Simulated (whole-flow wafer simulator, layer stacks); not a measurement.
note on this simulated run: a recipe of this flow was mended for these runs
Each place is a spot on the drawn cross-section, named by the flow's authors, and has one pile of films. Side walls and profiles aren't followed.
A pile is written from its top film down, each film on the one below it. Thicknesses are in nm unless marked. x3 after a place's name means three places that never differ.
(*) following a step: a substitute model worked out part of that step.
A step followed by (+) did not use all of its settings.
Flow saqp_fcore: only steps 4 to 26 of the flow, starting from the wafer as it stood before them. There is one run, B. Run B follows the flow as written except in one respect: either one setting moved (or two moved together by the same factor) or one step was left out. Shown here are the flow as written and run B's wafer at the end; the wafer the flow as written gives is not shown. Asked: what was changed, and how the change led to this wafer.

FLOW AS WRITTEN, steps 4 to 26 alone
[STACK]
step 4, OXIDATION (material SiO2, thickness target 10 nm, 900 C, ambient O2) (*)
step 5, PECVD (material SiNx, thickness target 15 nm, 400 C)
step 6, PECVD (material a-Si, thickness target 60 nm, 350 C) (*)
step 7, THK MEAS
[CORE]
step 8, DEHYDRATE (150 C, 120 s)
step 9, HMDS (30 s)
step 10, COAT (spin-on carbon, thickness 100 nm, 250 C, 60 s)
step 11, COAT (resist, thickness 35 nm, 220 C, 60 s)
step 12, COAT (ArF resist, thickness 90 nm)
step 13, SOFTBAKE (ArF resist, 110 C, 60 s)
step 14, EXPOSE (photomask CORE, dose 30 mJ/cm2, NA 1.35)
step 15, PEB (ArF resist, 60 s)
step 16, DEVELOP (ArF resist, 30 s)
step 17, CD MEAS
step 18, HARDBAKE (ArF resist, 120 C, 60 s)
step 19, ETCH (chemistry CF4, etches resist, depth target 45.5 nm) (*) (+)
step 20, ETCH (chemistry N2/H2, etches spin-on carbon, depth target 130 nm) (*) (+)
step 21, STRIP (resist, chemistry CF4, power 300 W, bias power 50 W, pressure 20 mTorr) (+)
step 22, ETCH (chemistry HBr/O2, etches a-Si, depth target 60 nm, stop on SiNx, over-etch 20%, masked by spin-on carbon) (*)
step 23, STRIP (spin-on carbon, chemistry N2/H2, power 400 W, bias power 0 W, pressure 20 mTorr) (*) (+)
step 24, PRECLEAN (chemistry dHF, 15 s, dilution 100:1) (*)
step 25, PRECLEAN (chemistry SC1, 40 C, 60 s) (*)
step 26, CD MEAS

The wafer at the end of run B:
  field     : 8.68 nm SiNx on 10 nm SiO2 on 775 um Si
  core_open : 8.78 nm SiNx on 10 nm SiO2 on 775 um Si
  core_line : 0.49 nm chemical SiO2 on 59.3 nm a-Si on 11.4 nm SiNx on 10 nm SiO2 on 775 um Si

Cause: step 5, PECVD: thickness target 11.4 nm was run, though the flow has thickness target 15 nm.
One can read it off the wafer: core_line has SiNx 11.4, and step 5 as written asks for 15 nm.

How this came from the change, step by step:
  step 5, PECVD (material SiNx, thickness target 15 nm, 400 C)
      field, core_open, core_line: SiNx gains 11.4 (new film) (as written it would have been: SiNx gains 15 (new film))
